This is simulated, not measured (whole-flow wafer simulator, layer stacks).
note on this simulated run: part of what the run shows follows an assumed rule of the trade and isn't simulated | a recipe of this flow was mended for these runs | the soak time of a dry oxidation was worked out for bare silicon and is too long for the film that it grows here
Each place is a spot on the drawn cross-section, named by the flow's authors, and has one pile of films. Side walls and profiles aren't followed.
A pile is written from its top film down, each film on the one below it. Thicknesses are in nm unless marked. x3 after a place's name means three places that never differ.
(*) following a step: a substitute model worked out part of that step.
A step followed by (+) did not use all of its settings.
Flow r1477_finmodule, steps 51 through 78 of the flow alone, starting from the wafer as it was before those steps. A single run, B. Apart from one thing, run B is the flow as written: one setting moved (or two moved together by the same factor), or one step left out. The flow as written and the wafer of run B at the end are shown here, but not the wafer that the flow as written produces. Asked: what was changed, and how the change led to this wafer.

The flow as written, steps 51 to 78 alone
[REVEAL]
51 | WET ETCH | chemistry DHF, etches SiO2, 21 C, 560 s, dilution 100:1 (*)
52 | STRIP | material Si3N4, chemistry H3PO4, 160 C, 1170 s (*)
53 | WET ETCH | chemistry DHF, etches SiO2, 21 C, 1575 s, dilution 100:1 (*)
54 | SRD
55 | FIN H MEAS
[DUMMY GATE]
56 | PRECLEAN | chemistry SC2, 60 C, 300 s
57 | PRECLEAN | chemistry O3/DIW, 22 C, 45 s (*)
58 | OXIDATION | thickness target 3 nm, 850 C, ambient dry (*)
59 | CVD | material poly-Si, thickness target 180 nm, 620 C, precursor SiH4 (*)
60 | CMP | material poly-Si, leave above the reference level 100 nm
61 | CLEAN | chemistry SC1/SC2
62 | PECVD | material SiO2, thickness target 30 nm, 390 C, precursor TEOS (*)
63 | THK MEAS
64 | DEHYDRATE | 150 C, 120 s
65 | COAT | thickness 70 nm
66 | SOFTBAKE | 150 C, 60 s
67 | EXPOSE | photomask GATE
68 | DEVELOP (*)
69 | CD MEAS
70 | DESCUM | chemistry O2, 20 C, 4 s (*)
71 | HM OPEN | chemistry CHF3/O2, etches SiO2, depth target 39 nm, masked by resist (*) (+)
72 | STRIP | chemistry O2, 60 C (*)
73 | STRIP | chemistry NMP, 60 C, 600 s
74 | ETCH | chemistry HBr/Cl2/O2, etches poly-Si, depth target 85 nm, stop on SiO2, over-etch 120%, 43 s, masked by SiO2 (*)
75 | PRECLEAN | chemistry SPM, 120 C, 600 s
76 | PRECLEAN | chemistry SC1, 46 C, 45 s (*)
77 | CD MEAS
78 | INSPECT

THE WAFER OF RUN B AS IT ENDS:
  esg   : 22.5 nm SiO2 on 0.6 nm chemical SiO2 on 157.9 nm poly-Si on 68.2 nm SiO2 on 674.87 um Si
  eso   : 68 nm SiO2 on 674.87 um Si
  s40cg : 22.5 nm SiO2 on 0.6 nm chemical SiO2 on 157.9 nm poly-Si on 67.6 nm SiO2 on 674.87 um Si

What caused this: step 53, WET ETCH: 1811 s was run, though the flow has 1575 s.

The path from the change to this, step by step:
  53 | WET ETCH | chemistry DHF, etches SiO2, 21 C, 1575 s, dilution 100:1 (*)
      esg, e40sg, e100sg and 17 more: SiO2 loses 91 (as written it would have been: SiO2 loses 79.1)
      pad, padg: SiO2 loses 98.5 (as written it would have been: SiO2 loses 85.7)
  59 | CVD | material poly-Si, thickness target 180 nm, 620 C, precursor SiH4 (*)
      esg, e40sg, e100sg and 15 more: poly-Si gains 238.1 (new film) (as written it would have been: poly-Si gains 226.3 (new film))
      e200sg, e200so: poly-Si gains 238.1 (new film) (as written it would have been: poly-Si gains 219.2 (new film))
  60 | CMP | material poly-Si, leave above the reference level 100 nm
      pad, padg: poly-Si loses 11.9 (as written it would have been: poly-Si loses 24.8)
      e200sg, e200so: poly-Si loses 80 (as written it would have been: poly-Si loses 72.9)
  74 | ETCH | chemistry HBr/Cl2/O2, etches poly-Si, depth target 85 nm, stop on SiO2, over-etch 120%, 43 s, masked by SiO2 (*)
      eso, e40so, e100so and 7 more: chemical SiO2 loses 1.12 (all of it), poly-Si loses 155.7 (all of it), SiO2 loses 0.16 (as written it would have been: chemical SiO2 loses 1.12 (all of it), poly-Si loses 143.9 (all of it), SiO2 loses 0.22)
      pad: chemical SiO2 loses 1.12 (all of it), poly-Si loses 165.6 (all of it), SiO2 loses 0.11 (as written it would have been: chemical SiO2 loses 1.12 (all of it), poly-Si loses 152.8 (all of it), SiO2 loses 0.17)
